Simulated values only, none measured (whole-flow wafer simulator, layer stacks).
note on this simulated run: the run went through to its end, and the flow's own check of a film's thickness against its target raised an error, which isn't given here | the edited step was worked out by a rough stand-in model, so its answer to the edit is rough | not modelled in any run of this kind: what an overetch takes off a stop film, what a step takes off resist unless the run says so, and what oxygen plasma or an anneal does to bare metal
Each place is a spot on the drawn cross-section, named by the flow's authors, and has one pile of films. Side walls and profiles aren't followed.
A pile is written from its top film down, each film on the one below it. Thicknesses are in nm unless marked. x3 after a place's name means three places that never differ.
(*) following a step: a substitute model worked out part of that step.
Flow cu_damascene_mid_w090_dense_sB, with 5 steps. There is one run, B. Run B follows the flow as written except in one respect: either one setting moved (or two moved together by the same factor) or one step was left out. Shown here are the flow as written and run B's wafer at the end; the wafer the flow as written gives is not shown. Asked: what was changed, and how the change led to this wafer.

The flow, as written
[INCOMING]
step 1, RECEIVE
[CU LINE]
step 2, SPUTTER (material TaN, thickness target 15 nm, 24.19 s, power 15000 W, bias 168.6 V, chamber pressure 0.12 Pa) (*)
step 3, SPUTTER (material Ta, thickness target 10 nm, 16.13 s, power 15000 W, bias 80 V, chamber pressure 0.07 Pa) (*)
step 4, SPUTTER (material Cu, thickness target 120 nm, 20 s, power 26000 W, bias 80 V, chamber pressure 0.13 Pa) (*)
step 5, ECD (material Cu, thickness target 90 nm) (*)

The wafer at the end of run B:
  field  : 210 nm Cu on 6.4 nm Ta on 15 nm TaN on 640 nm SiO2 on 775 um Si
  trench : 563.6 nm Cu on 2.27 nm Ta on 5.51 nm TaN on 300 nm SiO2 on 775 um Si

The reason: step 3, SPUTTER: thickness target 6.4 nm was run, while the flow as written has thickness target 10 nm; step 3, SPUTTER: 10.34 s was run, where the flow has 16.13 s.
One can read it off the wafer: field has Ta 6.4, and step 3 as written asks for 10 nm.

The path from the change to this, step by step:
  step 3, SPUTTER (material Ta, thickness target 10 nm, 16.13 s, power 15000 W, bias 80 V, chamber pressure 0.07 Pa) (*)
      field: +6.4 Ta (new film) (it would be, as written: +10 Ta (new film))
      trench: +2.27 Ta (new film) (it would be, as written: +3.55 Ta (new film))
